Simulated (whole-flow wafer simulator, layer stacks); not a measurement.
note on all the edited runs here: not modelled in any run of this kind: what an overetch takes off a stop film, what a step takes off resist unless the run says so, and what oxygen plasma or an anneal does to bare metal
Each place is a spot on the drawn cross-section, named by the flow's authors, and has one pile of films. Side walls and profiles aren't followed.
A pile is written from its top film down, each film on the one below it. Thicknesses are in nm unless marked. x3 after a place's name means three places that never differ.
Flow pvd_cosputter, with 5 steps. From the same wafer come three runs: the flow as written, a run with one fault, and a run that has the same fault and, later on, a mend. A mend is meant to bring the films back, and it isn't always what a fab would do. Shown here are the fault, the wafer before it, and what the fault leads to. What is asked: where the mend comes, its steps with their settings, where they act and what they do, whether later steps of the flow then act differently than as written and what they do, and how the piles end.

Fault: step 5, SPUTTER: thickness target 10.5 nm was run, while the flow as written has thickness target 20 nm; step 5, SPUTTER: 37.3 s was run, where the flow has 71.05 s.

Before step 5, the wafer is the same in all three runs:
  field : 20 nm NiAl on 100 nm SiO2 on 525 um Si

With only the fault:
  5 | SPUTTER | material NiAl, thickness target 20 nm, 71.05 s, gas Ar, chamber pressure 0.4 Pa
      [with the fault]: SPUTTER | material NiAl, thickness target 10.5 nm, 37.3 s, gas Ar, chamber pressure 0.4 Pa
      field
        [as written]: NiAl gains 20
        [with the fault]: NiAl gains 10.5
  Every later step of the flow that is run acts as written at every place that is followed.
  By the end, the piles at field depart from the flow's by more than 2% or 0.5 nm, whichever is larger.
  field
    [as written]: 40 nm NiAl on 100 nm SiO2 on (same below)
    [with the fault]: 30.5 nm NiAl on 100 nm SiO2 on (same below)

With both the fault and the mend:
  The mend stands after step 5.
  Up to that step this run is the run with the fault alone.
  5a | SPUTTER | material NiAl, thickness target 9.5 nm, 33.75 s, gas Ar, chamber pressure 0.4 Pa (a further turn of the flow's step 5, with different settings)
      field
        NiAl gains 9.5
  Every later step of the flow that is run acts as written at every place that is followed.
  The piles end the same as the flow's at every place that both follow.
